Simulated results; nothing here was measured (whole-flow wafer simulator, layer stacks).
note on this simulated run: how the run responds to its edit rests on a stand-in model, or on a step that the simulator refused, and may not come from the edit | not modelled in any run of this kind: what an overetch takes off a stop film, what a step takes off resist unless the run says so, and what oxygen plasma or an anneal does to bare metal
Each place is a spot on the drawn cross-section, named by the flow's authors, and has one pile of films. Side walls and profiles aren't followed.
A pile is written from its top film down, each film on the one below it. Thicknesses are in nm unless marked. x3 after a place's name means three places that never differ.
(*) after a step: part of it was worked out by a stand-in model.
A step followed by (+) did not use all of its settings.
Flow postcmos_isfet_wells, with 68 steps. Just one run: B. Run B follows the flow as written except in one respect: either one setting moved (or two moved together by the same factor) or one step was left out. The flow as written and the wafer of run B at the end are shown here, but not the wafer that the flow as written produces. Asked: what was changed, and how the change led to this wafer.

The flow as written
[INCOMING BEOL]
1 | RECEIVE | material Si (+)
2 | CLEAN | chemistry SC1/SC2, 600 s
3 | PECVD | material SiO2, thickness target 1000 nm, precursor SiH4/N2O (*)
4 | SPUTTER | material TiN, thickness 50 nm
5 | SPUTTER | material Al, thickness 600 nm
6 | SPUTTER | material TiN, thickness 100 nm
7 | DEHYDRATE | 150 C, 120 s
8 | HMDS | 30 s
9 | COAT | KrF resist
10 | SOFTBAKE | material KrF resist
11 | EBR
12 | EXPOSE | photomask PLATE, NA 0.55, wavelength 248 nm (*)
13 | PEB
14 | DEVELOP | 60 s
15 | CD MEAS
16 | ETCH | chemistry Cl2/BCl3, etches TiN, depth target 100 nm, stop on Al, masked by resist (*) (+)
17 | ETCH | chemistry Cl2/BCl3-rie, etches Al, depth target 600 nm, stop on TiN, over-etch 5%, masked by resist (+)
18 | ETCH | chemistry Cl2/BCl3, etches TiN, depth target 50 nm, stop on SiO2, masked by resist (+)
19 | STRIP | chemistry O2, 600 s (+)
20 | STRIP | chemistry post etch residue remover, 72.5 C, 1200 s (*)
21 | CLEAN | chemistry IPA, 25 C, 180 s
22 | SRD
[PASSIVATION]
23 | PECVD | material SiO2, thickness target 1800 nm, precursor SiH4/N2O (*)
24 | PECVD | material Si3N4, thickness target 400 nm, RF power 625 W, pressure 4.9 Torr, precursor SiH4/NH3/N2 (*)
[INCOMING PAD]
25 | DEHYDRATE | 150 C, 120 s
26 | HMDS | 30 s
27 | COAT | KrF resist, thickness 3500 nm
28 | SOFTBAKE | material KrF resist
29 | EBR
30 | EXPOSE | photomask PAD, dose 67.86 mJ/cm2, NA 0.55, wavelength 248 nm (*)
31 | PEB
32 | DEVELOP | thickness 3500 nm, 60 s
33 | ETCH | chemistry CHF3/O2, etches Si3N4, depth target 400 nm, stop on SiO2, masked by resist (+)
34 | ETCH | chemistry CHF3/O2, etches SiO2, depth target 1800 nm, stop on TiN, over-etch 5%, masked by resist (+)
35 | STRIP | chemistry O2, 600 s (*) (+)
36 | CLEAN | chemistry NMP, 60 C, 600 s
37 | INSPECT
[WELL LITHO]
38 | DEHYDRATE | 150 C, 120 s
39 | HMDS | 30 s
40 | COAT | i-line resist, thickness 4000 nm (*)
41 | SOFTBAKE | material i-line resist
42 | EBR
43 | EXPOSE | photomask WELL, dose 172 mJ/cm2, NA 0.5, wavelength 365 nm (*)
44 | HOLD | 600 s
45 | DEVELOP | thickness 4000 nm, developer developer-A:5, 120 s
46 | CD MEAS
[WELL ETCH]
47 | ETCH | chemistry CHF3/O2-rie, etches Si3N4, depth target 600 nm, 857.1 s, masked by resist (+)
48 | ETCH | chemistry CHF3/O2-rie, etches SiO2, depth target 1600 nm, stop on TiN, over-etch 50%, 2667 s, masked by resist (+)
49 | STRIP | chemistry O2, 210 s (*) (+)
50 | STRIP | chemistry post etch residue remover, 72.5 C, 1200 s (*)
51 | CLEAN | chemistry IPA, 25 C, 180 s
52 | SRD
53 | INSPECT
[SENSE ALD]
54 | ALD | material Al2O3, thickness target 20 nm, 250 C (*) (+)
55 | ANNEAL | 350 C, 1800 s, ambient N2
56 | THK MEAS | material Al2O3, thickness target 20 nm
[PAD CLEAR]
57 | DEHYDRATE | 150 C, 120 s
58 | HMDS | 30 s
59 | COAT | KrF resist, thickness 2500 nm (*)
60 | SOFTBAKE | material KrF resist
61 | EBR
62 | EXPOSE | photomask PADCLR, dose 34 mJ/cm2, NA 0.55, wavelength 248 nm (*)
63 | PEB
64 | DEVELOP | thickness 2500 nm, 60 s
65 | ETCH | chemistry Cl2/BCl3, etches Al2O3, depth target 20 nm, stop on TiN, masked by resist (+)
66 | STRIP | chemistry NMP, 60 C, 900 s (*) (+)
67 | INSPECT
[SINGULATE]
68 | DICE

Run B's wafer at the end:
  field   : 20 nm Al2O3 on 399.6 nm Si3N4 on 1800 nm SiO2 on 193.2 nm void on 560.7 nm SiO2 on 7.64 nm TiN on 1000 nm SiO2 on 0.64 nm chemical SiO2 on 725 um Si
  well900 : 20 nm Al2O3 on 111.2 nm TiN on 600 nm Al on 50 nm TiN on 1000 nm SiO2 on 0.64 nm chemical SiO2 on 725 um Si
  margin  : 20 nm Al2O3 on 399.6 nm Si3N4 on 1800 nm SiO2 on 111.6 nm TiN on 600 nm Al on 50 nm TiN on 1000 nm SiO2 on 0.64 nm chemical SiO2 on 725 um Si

Cause: step 6, SPUTTER: thickness 112 nm was run, though the flow has thickness 100 nm.

The path from the change to this, step by step:
  6 | SPUTTER | material TiN, thickness 100 nm
      field, margin, well900, well1300 x3, pad_rim, pad_clr, pad_open: TiN gains 112 (new film) (in the flow as written it would be: TiN gains 100 (new film))
  16 | ETCH | chemistry Cl2/BCl3, etches TiN, depth target 100 nm, stop on Al, masked by resist (*) (+)
      field: TiN loses 100 (in the flow as written it would be: TiN loses 100 (all of it))
  17 | ETCH | chemistry Cl2/BCl3-rie, etches Al, depth target 600 nm, stop on TiN, over-etch 5%, masked by resist (+)
      field: TiN loses 12 (all of it), Al loses 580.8 (in the flow as written it would be: Al loses 600 (all of it))
  18 | ETCH | chemistry Cl2/BCl3, etches TiN, depth target 50 nm, stop on SiO2, masked by resist (+)
      field: Al loses 19.2 (all of it), TiN loses 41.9 (in the flow as written it would be: TiN loses 50 (all of it))
  23 | PECVD | material SiO2, thickness target 1800 nm, precursor SiH4/N2O (*)
      field: SiO2 gains 1800 (new film), void gains 193.2 (new film), SiO2 gains 560.7 (new film) (in the flow as written it would be: SiO2 gains 1800 (new film), void gains 189.9 (new film), SiO2 gains 559.7)
With metal films that touch counted as one body, field has 1 body; the flow as written gives 0 bodies.
